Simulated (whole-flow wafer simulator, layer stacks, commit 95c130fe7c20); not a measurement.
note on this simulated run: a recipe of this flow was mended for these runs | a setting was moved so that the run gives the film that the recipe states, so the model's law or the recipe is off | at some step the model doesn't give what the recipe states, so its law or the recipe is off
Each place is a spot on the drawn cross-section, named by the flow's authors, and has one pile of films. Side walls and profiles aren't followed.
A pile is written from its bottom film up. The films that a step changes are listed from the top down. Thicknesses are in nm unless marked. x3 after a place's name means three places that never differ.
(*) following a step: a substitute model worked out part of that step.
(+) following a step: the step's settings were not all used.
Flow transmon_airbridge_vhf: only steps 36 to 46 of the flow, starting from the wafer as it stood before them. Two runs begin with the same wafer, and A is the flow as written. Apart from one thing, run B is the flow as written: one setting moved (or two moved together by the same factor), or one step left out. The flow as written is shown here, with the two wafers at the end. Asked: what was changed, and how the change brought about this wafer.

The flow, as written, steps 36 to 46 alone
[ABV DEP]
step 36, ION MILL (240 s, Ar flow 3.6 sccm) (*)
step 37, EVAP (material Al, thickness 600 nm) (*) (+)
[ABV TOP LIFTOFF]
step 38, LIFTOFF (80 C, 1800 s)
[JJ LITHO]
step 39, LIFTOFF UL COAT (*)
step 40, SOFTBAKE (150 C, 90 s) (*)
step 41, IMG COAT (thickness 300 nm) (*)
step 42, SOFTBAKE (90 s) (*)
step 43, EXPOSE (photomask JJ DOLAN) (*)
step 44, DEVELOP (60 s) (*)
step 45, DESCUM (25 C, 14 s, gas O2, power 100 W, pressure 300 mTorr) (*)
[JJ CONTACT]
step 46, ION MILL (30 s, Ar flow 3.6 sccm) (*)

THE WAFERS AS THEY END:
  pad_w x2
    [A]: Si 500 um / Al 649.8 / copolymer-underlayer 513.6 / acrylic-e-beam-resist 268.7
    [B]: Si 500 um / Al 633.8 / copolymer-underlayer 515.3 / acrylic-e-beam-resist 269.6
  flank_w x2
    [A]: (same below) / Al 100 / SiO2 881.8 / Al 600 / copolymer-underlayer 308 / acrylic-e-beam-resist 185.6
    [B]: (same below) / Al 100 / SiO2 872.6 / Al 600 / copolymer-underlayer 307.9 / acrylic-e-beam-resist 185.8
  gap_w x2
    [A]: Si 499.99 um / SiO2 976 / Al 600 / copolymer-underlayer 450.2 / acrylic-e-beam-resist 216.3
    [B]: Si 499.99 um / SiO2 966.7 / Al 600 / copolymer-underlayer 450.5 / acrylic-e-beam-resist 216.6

What caused this: step 36, ION MILL: 333 s was run, while the flow as written has 240 s.

Step by step, how the change led to this:
  step 36, ION MILL (240 s, Ar flow 3.6 sccm) (*)
      field x3, jj_line, ground_far, trace_open_s x2, margin_s, margin_n: A i-line-resist loses 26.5 | B i-line-resist loses 36.8
      flank_w x2, gap_w x2, cpw_trace, bridge_strip: A SiO2 loses 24 | B SiO2 loses 33.3
      (as well as at 2 more places)
  step 38, LIFTOFF (80 C, 1800 s)
      margin_s, margin_n: A Al loses 600 (all of it), i-line-resist loses 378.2 (all of it), lift-off-underlayer loses 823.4 (all of it), acrylic-e-beam-resist loses 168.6 (all of it) | B Al loses 600 (all of it), i-line-resist loses 368 (all of it), lift-off-underlayer loses 823.4 (all of it), acrylic-e-beam-resist loses 168.6 (all of it)
